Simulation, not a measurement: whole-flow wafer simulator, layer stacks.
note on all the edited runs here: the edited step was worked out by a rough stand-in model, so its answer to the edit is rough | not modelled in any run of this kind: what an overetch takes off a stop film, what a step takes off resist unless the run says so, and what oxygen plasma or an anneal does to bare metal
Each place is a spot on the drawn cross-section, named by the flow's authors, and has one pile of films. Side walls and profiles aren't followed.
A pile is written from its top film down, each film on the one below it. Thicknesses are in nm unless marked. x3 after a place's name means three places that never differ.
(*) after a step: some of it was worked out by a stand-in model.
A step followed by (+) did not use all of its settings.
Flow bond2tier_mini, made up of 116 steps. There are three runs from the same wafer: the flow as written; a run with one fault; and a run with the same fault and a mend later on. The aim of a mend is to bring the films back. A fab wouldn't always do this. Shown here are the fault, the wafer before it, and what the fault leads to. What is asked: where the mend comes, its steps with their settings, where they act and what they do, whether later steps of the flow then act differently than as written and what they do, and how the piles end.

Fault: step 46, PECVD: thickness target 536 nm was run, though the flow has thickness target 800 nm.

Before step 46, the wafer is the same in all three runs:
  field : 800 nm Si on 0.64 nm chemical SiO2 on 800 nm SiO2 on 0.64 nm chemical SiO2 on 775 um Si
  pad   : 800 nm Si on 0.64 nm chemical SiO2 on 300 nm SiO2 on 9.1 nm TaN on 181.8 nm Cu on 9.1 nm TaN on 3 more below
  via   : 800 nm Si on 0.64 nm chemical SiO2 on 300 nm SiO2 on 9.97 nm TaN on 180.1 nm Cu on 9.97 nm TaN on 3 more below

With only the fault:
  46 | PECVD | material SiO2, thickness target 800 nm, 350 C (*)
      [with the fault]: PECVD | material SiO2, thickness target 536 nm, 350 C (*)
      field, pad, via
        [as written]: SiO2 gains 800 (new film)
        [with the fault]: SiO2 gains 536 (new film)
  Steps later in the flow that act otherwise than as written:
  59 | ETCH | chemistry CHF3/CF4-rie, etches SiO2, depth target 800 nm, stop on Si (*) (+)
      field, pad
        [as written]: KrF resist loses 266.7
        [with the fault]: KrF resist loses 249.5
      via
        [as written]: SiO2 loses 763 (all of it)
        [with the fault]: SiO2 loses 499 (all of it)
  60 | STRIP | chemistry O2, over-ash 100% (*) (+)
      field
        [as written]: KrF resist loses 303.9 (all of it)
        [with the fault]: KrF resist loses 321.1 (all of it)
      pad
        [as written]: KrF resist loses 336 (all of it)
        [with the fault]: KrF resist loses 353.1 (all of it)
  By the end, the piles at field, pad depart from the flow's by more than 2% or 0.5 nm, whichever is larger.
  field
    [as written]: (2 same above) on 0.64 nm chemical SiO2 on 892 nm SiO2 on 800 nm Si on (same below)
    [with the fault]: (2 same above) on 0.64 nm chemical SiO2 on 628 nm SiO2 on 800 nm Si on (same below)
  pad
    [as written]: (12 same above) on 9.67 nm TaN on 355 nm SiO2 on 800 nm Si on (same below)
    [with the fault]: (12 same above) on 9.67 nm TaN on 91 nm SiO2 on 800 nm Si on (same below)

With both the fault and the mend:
  The mend follows step 51.
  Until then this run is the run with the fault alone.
  51a | STRIP | chemistry O2, over-ash 100% (+)
      field
        KrF resist loses 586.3 (all of it)
  51b | PECVD | material SiO2, thickness target 264 nm, 350 C (a further turn of the flow's step 46, with different settings)
      field, pad, via
        SiO2 gains 264
  51c | COAT | KrF resist, thickness 600 nm (a further turn of the flow's step 47)
      field, pad, via
        KrF resist gains 600 (new film)
  51d | SOFTBAKE | KrF resist (a further turn of the flow's step 48)
      alters no film at any place that is followed
  51e | EXPOSE | photomask T2TRIM, NA 0.6 (a further turn of the flow's step 49)
      alters no film at any place that is followed
  51f | PEB | KrF resist (a further turn of the flow's step 50)
      alters no film at any place that is followed
  51g | DEVELOP | developer TMAH-0.26N, 60 s (a further turn of the flow's step 51)
      pad, via
        KrF resist loses 600 (all of it)
      field
        KrF resist loses 13.7
  None of the later steps of the flow acts differently than as written at any place that is followed.
  The piles end the same as the flow's at every place that both follow.
